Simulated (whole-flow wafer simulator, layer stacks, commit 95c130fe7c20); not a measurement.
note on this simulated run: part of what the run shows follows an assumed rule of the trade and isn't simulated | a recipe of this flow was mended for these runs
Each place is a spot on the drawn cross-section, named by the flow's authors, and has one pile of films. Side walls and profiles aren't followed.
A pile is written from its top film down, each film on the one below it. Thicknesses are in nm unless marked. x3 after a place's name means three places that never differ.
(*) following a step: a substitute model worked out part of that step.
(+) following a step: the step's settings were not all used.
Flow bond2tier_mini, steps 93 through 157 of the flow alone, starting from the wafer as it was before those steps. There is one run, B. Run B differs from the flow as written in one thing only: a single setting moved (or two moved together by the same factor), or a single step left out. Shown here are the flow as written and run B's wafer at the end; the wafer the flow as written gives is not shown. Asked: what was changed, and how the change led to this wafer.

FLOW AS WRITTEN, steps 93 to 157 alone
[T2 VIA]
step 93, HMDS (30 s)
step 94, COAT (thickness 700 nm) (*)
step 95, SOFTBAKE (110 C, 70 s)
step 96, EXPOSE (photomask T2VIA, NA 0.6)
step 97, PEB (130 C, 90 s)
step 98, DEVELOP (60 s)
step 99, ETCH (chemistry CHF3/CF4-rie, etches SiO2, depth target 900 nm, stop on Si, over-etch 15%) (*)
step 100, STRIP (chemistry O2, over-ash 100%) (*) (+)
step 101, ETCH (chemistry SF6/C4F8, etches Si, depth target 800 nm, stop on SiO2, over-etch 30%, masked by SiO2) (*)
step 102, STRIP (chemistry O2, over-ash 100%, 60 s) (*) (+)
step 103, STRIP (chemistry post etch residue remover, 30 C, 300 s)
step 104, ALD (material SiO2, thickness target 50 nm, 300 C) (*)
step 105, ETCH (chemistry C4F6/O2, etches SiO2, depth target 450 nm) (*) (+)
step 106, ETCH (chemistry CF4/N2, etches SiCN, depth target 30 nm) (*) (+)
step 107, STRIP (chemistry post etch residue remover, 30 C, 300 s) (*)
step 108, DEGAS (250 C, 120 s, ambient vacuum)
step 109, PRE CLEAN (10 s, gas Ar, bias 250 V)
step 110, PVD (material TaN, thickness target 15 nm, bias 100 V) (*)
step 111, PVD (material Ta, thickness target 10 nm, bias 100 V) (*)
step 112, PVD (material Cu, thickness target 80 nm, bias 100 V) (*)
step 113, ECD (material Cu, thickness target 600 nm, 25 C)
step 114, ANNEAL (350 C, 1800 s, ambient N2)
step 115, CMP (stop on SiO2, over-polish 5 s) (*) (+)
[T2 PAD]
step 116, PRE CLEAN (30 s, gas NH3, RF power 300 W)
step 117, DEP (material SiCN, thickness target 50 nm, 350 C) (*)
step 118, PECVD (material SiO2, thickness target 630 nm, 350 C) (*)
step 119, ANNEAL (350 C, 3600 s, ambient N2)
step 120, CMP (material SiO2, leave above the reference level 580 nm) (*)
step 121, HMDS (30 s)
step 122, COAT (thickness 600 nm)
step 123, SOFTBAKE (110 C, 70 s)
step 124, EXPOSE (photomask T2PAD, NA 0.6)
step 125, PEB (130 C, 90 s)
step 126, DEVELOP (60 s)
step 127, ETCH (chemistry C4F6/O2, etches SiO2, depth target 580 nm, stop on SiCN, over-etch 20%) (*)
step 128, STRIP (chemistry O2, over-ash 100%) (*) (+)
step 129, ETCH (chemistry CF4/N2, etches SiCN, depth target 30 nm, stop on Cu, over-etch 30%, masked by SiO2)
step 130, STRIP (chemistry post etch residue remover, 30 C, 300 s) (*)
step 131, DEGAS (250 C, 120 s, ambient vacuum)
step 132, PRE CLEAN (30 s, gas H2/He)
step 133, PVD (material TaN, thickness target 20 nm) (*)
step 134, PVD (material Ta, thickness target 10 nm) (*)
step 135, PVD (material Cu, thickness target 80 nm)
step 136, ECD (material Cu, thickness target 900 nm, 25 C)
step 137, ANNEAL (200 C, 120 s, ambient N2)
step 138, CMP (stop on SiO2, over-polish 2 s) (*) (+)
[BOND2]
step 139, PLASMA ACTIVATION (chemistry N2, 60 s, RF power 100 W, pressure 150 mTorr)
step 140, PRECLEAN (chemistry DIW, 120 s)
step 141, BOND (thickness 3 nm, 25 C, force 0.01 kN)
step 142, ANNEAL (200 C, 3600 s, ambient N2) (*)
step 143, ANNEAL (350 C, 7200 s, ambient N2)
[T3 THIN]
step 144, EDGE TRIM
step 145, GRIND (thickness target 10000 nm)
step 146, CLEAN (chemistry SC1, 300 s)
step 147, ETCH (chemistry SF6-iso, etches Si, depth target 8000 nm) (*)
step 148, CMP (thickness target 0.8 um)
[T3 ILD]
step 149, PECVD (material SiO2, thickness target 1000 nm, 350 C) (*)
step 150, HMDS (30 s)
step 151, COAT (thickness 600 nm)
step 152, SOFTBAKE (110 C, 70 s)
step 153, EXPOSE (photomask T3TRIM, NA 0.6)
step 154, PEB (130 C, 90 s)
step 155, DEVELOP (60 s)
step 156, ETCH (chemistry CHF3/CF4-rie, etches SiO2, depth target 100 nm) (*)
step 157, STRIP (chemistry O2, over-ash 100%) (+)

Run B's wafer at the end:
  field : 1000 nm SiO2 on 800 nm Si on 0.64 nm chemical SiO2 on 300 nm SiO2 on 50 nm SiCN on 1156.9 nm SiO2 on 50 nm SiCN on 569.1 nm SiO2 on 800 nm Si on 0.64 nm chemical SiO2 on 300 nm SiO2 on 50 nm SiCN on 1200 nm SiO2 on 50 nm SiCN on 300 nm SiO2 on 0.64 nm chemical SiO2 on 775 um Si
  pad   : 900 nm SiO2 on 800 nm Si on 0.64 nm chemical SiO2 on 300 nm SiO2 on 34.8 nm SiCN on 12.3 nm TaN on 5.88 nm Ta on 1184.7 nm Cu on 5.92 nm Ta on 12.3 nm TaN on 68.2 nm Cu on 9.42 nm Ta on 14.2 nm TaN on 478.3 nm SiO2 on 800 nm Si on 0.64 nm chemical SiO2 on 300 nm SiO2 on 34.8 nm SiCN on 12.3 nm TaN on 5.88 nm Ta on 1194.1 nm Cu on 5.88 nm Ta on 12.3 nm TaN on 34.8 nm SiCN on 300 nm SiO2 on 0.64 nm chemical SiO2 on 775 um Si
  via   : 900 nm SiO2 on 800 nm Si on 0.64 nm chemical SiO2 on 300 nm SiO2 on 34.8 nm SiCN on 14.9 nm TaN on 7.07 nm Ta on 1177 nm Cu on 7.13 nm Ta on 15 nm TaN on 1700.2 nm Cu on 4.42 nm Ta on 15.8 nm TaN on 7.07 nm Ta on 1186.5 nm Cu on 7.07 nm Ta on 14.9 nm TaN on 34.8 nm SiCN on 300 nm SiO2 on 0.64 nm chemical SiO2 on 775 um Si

Cause: step 104, ALD: thickness target 61.6 nm was run, though the flow has thickness target 50 nm.

The path from the change to this, step by step:
  step 104, ALD (material SiO2, thickness target 50 nm, 300 C) (*)
      field, pad, via: SiO2 gains 61.6 (as written it would have been: SiO2 gains 50)
  step 105, ETCH (chemistry C4F6/O2, etches SiO2, depth target 450 nm) (*) (+)
      via: SiO2 loses 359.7 (all of it), SiCN loses 15.2 (as written it would have been: SiO2 loses 348.1 (all of it), SiCN loses 17.2)
  step 106, ETCH (chemistry CF4/N2, etches SiCN, depth target 30 nm) (*) (+)
      via: SiCN loses 19.6 (all of it), TaN loses 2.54 (as written it would have been: SiCN loses 17.6 (all of it), TaN loses 3.01)
  step 112, PVD (material Cu, thickness target 80 nm, bias 100 V) (*)
      via: Cu gains 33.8 (new film) (as written it would have been: Cu gains 35 (new film))
